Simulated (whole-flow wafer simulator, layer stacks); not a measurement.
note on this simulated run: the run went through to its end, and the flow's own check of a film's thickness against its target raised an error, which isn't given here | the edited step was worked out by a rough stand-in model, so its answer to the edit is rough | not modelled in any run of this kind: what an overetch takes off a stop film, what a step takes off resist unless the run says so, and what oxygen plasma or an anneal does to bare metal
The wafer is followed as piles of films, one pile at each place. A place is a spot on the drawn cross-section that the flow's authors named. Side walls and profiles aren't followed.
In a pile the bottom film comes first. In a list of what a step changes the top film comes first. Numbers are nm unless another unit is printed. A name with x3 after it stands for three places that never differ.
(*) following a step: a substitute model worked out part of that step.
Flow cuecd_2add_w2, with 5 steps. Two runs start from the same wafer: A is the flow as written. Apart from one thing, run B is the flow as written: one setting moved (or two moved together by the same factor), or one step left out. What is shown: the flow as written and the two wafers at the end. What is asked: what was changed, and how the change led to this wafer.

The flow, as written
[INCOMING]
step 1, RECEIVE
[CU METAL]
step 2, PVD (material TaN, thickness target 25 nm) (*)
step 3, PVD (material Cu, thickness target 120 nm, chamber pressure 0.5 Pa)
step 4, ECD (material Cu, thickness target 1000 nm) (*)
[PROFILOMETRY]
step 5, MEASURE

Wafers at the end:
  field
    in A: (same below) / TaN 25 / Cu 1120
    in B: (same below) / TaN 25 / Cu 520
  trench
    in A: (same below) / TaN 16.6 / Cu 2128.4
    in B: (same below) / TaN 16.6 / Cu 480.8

Cause: step 4, ECD: thickness target 400 nm was run, though the flow has thickness target 1000 nm.

Step by step, how the change led to this:
  step 4, ECD (material Cu, thickness target 1000 nm) (*)
      field: A Cu gains 1000 | B Cu gains 400
      trench: A Cu gains 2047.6 | B Cu gains 400
